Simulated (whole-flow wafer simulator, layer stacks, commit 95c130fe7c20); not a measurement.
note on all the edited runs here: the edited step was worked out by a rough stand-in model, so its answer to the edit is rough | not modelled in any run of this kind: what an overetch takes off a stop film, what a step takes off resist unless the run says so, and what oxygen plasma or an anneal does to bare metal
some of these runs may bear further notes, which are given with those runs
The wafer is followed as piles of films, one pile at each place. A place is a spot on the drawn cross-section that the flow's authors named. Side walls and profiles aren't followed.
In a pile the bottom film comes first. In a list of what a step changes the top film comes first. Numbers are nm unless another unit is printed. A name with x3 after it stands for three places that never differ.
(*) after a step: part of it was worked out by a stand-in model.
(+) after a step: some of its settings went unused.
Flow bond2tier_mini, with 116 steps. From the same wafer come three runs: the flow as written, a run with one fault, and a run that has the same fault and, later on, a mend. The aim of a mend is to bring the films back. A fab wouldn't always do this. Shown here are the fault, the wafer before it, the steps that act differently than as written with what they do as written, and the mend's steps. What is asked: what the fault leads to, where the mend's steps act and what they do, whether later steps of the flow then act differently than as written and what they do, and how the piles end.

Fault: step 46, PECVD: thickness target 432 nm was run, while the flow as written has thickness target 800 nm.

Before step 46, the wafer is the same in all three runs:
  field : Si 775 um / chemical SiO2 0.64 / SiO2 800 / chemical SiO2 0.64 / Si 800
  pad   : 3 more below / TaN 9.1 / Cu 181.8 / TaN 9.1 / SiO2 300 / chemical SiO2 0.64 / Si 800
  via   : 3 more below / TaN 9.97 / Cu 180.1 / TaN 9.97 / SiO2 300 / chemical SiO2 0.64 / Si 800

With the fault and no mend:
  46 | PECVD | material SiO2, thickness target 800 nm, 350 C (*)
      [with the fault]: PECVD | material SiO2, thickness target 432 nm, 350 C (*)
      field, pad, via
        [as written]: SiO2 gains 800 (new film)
        [with the fault]: SiO2 gains 432 (new film)
  Later steps of the flow acting differently than as written (3 other steps are not shown; they differ only slightly, by no more than 2% or 0.5 nm, whichever is larger):
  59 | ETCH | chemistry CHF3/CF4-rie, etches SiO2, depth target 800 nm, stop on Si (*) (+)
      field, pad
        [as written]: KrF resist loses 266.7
        [with the fault]: KrF resist loses 197.5
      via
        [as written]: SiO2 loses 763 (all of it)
        [with the fault]: SiO2 loses 395 (all of it)
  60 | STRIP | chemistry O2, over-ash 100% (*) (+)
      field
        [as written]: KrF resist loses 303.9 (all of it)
        [with the fault]: KrF resist loses 373.1 (all of it)
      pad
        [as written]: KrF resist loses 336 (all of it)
        [with the fault]: KrF resist loses 405.1 (all of it)
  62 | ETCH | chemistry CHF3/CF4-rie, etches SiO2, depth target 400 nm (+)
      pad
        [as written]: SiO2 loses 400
        [with the fault]: SiO2 loses 387 (all of it), Si loses 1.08
  At field, pad, the piles at the end differ from the flow's by more than 2% or 0.5 nm, whichever is larger.
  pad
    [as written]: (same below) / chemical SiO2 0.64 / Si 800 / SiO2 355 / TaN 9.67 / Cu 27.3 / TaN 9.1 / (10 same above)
    [with the fault]: (same below) / chemical SiO2 0.64 / Si 798.9 / TaN 9.78 / Cu 15.3 / TaN 9.1 / (10 same above)
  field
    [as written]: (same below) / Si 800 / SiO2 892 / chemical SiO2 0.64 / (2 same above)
    [with the fault]: (same below) / Si 800 / SiO2 524 / chemical SiO2 0.64 / (2 same above)

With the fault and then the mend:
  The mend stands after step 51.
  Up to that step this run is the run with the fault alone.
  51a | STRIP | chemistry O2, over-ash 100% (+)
      field
        KrF resist loses 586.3 (all of it)
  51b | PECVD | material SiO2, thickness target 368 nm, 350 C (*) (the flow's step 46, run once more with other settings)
      field, pad, via
        SiO2 gains 368
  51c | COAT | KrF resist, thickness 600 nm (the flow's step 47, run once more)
      field, pad, via
        KrF resist gains 600 (new film)
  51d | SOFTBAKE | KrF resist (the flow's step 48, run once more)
      alters no film at any place that is followed
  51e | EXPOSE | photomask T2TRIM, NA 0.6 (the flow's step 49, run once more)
      alters no film at any place that is followed
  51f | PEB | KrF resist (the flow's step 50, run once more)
      alters no film at any place that is followed
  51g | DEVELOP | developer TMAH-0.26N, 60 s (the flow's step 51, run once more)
      pad, via
        KrF resist loses 600 (all of it)
      field
        KrF resist loses 13.7
  None of the later steps of the flow acts differently than as written at any place that is followed.
  The piles end the same as the flow's at every place that both follow.
